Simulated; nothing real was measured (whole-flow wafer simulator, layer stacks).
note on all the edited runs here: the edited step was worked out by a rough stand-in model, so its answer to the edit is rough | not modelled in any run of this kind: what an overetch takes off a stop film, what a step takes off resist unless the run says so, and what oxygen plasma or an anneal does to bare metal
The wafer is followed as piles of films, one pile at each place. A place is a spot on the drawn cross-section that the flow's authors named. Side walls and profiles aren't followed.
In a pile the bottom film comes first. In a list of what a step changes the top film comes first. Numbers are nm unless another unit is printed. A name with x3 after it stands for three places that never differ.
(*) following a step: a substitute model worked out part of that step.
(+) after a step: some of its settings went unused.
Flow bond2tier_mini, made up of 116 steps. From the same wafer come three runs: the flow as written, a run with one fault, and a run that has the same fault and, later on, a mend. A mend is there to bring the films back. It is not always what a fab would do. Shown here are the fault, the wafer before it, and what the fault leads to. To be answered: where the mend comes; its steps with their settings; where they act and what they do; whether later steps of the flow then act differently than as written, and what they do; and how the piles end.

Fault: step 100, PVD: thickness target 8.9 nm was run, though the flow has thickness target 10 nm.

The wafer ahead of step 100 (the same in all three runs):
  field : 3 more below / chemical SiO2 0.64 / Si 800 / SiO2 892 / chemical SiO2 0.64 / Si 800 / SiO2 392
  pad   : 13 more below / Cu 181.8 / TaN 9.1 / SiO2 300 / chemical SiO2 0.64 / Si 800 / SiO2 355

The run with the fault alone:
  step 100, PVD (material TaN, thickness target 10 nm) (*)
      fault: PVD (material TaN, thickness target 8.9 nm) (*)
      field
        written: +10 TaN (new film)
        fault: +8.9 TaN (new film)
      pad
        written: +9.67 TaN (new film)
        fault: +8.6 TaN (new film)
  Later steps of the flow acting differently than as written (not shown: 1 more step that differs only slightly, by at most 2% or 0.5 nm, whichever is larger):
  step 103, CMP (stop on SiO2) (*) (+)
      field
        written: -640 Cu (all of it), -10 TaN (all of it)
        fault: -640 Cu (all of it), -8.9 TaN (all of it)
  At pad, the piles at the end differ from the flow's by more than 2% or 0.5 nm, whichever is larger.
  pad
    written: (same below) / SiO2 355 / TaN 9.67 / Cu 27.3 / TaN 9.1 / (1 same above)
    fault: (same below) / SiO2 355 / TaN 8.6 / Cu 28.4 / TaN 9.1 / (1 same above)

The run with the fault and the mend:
  The mend follows step 100.
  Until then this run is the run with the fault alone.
  step 100a, PVD (material TaN, thickness target 1.1 nm) (*) (the flow's step 100, run once more with other settings)
      field
        +1.1 TaN
      pad
        +1.06 TaN
  Every later step of the flow that is run acts as written at every place that is followed.
  At every place that both follow, the piles at the end match the flow's.
